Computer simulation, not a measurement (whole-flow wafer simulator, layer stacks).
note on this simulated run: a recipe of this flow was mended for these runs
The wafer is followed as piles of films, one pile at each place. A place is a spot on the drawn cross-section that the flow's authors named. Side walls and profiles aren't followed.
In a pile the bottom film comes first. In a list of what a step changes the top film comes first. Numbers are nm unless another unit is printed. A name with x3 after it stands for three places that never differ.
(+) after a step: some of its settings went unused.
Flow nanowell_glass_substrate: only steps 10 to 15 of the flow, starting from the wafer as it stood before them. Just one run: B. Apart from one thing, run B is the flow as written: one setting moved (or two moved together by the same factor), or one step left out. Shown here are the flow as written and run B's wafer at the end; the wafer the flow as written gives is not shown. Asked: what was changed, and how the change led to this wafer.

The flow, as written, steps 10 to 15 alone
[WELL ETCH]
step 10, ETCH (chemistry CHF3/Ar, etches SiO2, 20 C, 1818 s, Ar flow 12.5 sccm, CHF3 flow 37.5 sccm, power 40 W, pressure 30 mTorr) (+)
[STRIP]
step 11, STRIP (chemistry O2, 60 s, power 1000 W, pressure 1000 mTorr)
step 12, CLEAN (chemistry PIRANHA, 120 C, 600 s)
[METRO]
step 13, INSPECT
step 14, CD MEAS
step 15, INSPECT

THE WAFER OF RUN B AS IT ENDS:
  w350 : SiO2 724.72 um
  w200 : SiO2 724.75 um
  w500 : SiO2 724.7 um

What caused this: step 10, ETCH: 1727 s was run, whereas the flow has 1818 s.

The path from the change to this, step by step:
  step 10, ETCH (chemistry CHF3/Ar, etches SiO2, 20 C, 1818 s, Ar flow 12.5 sccm, CHF3 flow 37.5 sccm, power 40 W, pressure 30 mTorr) (+)
      land: UV-NIL-ACRYLATE loses 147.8 (it would be, as written: UV-NIL-ACRYLATE loses 156.2)
      w350: SiO2 loses 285 (it would be, as written: SiO2 loses 300)
      (also at 3 further places)
  step 11, STRIP (chemistry O2, 60 s, power 1000 W, pressure 1000 mTorr)
      land: UV-NIL-ACRYLATE loses 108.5 (all of it) (it would be, as written: UV-NIL-ACRYLATE loses 100.2 (all of it))
